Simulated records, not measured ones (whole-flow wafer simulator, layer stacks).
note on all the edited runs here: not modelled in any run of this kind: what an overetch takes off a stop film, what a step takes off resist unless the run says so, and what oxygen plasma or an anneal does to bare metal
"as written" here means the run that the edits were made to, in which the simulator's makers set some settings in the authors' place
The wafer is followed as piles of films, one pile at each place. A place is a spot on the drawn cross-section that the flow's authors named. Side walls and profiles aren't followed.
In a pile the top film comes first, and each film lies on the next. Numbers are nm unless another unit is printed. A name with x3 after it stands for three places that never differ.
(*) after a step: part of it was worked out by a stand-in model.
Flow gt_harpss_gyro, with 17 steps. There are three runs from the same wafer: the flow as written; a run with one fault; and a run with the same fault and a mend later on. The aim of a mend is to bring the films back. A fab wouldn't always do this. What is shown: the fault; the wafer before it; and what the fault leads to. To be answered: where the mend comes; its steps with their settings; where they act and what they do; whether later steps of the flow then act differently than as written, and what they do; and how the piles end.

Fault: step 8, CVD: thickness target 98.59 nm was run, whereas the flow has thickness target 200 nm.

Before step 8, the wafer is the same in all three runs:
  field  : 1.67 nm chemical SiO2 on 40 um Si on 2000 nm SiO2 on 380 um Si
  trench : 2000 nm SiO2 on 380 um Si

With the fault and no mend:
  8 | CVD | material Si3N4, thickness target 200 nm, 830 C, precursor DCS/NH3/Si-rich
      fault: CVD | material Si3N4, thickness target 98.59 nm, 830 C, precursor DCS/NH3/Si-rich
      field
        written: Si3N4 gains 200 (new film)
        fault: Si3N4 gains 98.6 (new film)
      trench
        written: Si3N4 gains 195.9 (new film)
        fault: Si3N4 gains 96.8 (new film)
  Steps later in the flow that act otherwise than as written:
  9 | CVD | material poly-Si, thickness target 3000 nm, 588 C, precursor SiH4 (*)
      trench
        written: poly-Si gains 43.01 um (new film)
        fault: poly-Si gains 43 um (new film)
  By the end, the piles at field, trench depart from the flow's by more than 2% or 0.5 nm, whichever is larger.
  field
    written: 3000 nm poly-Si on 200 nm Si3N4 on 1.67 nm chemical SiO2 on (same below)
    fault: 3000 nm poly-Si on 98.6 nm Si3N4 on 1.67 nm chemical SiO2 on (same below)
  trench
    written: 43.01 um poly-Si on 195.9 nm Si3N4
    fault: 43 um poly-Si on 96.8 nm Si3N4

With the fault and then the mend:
  After step 8 comes the mend.
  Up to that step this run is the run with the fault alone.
  8a | ETCH | chemistry h3po4, depth target 113.5 nm
      field
        Si3N4 loses 98.6 (all of it)
      trench
        Si3N4 loses 96.8 (all of it)
  8b | CLEAN | chemistry SPM (a further turn of the flow's step 1)
      alters no film at any place that is followed
  8c | CVD | material Si3N4, thickness target 200 nm, 830 C, precursor DCS/NH3/Si-rich (a further turn of the flow's step 8)
      field
        Si3N4 gains 200 (new film)
      trench
        Si3N4 gains 195.9 (new film)
  None of the later steps of the flow acts differently than as written at any place that is followed.
  At every place that both follow, the piles at the end match the flow's.
